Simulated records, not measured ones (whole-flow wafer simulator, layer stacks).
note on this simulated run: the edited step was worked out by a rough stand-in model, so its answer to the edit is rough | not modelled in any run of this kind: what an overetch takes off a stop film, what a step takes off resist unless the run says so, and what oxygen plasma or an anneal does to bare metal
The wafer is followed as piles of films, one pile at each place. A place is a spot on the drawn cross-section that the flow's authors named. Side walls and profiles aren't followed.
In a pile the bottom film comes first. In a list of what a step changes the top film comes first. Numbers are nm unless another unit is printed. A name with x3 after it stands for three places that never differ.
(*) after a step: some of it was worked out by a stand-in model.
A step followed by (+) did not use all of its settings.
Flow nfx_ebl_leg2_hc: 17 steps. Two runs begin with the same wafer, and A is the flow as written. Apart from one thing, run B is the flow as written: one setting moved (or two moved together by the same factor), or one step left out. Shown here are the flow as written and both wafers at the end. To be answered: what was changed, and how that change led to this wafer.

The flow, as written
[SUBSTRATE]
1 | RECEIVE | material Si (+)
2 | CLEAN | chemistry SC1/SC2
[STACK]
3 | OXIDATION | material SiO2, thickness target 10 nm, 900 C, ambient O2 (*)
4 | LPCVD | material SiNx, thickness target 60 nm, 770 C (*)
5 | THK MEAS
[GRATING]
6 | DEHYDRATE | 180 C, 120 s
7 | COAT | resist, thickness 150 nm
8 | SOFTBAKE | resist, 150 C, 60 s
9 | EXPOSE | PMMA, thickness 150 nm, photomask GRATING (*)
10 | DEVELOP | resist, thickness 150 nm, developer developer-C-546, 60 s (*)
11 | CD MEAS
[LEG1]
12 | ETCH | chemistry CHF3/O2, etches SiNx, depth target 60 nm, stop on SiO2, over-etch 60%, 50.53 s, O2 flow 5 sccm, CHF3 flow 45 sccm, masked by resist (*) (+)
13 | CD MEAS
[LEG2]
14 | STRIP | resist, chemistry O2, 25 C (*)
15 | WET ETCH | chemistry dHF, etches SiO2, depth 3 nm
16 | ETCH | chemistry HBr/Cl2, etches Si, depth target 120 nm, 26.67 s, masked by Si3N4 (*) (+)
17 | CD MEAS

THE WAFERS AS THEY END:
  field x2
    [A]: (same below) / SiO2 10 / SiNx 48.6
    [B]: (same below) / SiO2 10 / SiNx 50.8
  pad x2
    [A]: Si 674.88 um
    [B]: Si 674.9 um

What caused this: step 16, ETCH: depth target 96.7 nm was run, though the flow has depth target 120 nm; step 16, ETCH: 21.49 s was run, where the flow has 26.67 s.

Step by step, how the change led to this:
  16 | ETCH | chemistry HBr/Cl2, etches Si, depth target 120 nm, 26.67 s, masked by Si3N4 (*) (+)
      field x2: A -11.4 SiNx | B -9.21 SiNx
      pad x2: A -120 Si | B -96.7 Si
